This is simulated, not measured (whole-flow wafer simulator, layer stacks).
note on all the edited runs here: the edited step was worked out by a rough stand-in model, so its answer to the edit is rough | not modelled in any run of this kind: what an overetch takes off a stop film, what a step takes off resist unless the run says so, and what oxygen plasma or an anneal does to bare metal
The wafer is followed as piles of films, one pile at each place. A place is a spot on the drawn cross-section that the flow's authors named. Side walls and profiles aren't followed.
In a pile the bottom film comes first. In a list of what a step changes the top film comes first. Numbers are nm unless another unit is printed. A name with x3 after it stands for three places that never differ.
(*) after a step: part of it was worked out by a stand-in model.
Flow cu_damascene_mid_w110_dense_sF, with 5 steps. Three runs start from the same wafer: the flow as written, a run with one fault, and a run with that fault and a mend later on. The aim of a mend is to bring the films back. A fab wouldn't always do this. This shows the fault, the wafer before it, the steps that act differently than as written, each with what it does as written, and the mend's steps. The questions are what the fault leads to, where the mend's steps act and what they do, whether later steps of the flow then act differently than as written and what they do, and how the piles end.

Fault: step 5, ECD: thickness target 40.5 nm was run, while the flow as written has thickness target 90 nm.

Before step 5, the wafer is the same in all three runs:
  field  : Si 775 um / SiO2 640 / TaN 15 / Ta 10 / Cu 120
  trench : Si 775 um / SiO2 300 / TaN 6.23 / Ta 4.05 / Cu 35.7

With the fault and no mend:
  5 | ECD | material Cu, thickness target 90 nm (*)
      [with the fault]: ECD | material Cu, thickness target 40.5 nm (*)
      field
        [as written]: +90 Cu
        [with the fault]: +40.5 Cu
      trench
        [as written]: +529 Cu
        [with the fault]: +479.5 Cu
  Later steps of the flow that are run all act as written at every place that is followed.
  The piles end different from the flow's at field, trench by more than 2% or 0.5 nm, whichever is larger.
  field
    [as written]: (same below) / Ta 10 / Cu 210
    [with the fault]: (same below) / Ta 10 / Cu 160.5
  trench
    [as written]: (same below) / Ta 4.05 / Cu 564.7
    [with the fault]: (same below) / Ta 4.05 / Cu 515.2

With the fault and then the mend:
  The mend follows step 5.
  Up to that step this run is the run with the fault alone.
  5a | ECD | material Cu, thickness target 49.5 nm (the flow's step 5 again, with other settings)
      field, trench
        +49.5 Cu
  Later steps of the flow that are run all act as written at every place that is followed.
  The piles end the same as the flow's at every place that both follow.
